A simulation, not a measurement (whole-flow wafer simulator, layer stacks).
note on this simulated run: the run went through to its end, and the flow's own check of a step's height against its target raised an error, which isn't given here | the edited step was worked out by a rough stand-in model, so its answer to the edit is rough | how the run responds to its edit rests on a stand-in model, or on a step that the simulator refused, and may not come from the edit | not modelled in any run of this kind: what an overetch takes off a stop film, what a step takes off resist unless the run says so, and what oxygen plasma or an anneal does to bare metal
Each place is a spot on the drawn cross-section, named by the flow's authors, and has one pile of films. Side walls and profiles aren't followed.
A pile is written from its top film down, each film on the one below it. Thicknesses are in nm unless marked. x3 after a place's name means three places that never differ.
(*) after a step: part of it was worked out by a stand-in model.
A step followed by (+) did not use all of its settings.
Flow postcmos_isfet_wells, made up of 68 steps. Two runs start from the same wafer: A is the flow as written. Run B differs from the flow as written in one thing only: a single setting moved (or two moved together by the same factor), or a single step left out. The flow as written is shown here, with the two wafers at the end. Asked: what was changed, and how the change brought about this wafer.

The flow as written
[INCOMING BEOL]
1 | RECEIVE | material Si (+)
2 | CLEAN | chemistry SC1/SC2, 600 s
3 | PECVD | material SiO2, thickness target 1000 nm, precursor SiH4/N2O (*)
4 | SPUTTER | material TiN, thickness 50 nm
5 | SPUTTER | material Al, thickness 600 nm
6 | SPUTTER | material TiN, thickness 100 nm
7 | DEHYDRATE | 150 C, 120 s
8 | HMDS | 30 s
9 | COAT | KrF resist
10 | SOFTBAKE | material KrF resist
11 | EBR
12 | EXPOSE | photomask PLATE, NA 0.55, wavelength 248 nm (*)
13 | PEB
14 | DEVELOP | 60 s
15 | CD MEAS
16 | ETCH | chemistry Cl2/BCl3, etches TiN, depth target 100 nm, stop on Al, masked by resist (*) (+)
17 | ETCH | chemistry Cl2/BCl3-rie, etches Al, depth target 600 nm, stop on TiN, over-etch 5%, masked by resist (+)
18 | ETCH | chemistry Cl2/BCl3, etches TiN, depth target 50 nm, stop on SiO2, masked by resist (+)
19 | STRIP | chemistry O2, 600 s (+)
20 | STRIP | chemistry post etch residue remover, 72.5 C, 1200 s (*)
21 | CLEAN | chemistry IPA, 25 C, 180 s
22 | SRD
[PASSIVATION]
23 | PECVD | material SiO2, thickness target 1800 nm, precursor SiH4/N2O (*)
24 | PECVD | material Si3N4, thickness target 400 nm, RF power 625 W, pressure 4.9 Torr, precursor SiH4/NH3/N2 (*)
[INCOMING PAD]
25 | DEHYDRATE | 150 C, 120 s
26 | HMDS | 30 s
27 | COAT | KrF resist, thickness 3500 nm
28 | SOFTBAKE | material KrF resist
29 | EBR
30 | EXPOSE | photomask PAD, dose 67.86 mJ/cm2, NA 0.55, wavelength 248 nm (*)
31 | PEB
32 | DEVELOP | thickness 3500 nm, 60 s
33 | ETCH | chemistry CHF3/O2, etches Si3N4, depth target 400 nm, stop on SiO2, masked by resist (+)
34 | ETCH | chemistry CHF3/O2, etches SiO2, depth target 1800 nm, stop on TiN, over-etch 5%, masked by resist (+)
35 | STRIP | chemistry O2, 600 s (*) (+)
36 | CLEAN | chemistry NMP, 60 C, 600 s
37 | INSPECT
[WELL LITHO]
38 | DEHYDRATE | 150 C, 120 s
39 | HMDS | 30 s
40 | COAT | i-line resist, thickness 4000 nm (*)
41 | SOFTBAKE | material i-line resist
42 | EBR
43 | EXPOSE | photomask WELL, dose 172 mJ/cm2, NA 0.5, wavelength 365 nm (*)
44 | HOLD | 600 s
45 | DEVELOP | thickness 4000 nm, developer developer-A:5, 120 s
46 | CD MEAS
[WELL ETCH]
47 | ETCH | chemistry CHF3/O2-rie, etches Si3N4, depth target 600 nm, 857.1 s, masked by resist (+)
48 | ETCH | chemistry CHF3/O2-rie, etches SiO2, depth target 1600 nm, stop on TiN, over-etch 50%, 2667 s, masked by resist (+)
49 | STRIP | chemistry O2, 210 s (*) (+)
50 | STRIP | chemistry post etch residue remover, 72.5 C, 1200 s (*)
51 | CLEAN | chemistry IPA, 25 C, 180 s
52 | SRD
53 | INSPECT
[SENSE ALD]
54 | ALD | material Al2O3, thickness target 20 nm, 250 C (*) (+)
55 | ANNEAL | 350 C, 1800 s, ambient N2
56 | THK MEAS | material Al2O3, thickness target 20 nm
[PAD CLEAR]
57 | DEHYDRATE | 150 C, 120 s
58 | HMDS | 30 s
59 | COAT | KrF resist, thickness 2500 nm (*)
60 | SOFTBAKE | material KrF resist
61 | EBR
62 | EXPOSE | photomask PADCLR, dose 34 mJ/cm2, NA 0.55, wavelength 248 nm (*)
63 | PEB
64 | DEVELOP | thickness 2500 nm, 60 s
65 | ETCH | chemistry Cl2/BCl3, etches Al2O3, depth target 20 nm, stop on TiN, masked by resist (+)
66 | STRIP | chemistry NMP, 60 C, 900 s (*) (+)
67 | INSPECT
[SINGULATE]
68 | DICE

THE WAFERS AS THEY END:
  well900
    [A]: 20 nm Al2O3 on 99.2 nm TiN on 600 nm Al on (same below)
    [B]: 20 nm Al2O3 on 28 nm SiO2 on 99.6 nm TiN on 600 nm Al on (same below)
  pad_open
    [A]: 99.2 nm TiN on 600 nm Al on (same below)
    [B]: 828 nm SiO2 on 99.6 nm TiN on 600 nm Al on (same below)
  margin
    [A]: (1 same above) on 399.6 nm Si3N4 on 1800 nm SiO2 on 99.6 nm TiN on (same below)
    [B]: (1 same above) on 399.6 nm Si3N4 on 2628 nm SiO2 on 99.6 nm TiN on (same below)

What caused this: step 23, PECVD: thickness target 2628 nm was run, though the flow has thickness target 1800 nm.
The wafer itself shows it: margin has SiO2 2628, and step 23 as written asks for 1800 nm.

How this came from the change, step by step:
  23 | PECVD | material SiO2, thickness target 1800 nm, precursor SiH4/N2O (*)
      margin, well900, well1300 x3, pad_rim, pad_clr, pad_open: A SiO2 gains 1800 (new film) | B SiO2 gains 2628 (new film)
      field: A SiO2 gains 1800 (new film), void gains 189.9 (new film), SiO2 gains 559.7 | B SiO2 gains 2628 (new film), void gains 189.8 (new film), SiO2 gains 559.8
  34 | ETCH | chemistry CHF3/O2, etches SiO2, depth target 1800 nm, stop on TiN, over-etch 5%, masked by resist (+)
      pad_open: A SiO2 loses 1800 (all of it) | B SiO2 loses 1800
  48 | ETCH | chemistry CHF3/O2-rie, etches SiO2, depth target 1600 nm, stop on TiN, over-etch 50%, 2667 s, masked by resist (+)
      well900, well1300 x3: A SiO2 loses 1600 (all of it) | B SiO2 loses 2400
  59 | COAT | KrF resist, thickness 2500 nm (*)
      field: A KrF resist gains 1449 (new film) | B KrF resist gains 1067 (new film)
      margin: A KrF resist gains 1448.9 (new film) | B KrF resist gains 1066.9 (new film)
  63 | PEB
      field, margin: A KrF resist loses 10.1 | B KrF resist loses 7.38
  66 | STRIP | chemistry NMP, 60 C, 900 s (*) (+)
      field: A KrF resist loses 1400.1 (all of it) | B KrF resist loses 1020.9 (all of it)
      margin: A KrF resist loses 1400.1 (all of it) | B KrF resist loses 1020.8 (all of it)
